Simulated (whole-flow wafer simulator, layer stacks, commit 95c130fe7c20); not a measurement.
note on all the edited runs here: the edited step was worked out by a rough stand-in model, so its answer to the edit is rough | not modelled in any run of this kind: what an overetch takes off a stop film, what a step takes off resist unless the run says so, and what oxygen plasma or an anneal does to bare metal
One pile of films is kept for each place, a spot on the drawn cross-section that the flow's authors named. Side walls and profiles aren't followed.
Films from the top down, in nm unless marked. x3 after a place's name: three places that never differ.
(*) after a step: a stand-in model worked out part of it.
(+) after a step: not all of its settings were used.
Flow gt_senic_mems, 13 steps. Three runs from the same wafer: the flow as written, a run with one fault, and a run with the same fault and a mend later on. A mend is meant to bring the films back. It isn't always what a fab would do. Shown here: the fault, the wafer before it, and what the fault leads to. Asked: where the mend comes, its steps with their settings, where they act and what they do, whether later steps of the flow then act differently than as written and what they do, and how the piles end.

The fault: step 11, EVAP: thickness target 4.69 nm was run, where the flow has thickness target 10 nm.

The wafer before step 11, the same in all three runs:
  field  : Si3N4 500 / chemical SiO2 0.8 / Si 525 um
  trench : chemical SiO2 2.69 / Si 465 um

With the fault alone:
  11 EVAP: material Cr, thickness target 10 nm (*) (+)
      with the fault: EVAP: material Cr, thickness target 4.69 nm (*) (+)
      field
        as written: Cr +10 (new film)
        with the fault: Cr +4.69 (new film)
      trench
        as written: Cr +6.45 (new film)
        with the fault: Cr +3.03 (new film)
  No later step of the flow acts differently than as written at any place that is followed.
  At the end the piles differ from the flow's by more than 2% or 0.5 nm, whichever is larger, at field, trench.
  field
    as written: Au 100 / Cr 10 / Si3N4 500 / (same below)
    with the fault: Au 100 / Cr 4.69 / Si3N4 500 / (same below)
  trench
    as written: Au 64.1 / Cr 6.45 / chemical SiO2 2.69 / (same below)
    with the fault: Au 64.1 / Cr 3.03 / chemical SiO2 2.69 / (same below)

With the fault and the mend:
  The mend comes after step 11.
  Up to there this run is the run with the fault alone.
  11a EVAP: material Cr, thickness target 5.31 nm (*) (+) (the flow's step 11 once more, with other settings)
      field
        Cr +5.31
      trench
        Cr +3.43
  No later step of the flow acts differently than as written at any place that is followed.
  At the end the piles differ from the flow's only slightly at the places that both follow, by at most 2% or 0.5 nm, whichever is larger.
